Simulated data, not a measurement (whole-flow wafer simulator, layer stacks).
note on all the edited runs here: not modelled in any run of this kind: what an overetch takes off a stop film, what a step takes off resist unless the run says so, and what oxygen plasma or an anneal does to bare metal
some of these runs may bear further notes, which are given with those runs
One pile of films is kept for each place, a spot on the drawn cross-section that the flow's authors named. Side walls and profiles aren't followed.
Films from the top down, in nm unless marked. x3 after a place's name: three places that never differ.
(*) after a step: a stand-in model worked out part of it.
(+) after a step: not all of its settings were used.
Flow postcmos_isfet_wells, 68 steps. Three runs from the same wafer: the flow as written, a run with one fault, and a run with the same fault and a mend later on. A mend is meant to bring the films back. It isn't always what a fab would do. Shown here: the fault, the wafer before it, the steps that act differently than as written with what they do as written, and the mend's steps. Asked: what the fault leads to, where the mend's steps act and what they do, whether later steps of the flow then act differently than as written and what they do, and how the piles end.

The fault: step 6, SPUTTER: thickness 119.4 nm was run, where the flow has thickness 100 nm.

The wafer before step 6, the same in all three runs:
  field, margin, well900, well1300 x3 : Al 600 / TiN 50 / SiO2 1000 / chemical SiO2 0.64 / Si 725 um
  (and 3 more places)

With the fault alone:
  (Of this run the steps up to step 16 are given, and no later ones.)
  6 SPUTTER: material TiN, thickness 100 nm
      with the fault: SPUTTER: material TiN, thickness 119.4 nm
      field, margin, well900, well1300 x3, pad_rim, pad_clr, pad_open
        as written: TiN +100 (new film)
        with the fault: TiN +119.4 (new film)
  Later steps of the flow that act differently than as written:
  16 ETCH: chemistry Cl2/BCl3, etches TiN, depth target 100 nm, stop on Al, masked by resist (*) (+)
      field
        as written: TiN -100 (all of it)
        with the fault: TiN -100
  After step 16 the piles differ from the flow's by more than 2% or 0.5 nm, whichever is larger, at field, margin, well900, well1300 x3, pad_rim, pad_clr, pad_open.
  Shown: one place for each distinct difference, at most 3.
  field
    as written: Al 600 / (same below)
    with the fault: TiN 19.4 / Al 600 / (same below)
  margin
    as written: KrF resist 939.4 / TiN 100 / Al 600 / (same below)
    with the fault: KrF resist 939.4 / TiN 119.4 / Al 600 / (same below)

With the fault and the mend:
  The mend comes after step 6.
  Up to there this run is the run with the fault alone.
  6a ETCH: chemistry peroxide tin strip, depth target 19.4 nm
      field, margin, well900, well1300 x3, pad_rim, pad_clr, pad_open
        TiN -19.4
  No later step of the flow acts differently than as written at any place that is followed.
  At the end the piles are the same as the flow's at every place that both follow.
